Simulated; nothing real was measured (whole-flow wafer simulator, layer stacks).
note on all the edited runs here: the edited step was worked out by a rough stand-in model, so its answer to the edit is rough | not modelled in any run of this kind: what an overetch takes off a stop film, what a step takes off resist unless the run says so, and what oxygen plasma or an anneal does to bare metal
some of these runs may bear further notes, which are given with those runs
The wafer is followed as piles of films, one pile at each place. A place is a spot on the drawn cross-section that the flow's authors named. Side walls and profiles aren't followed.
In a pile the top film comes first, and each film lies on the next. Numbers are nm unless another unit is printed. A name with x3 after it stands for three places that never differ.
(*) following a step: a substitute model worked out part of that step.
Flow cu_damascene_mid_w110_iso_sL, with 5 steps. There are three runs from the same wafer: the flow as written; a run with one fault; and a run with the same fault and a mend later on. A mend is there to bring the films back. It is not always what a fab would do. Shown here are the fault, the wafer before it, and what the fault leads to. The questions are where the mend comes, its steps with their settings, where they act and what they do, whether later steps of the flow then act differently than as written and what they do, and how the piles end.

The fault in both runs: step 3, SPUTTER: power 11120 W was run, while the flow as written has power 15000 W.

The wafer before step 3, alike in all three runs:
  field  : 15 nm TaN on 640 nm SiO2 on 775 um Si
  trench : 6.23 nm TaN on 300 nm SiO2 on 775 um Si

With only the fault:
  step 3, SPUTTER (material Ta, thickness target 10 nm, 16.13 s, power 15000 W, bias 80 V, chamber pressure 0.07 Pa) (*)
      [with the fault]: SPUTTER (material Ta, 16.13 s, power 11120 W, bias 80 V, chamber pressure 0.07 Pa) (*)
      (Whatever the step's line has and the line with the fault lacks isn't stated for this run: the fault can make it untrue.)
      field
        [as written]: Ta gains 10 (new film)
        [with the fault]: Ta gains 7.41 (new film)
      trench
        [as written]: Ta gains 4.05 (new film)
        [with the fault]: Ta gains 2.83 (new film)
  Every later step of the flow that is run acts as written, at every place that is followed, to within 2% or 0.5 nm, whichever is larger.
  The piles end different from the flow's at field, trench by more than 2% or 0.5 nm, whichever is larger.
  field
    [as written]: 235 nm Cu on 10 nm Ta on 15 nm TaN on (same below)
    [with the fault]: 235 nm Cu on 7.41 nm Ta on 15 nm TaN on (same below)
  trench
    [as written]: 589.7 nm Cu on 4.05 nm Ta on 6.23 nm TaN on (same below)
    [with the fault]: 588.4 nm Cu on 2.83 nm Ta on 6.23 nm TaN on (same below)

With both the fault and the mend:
  The mend stands after step 3.
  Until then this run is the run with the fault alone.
  step 3a, SPUTTER (material Ta, 4.265 s, power 15000 W, bias 80 V, chamber pressure 0.07 Pa) (*) (the flow's step 3 again, with other settings)
      field
        Ta gains 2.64
      trench
        Ta gains 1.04
  Every later step of the flow that is run acts as written, at every place that is followed, to within 2% or 0.5 nm, whichever is larger.
  At the end the piles are close to the flow's at the places that both follow, differing by at most 2% or 0.5 nm, whichever is larger.
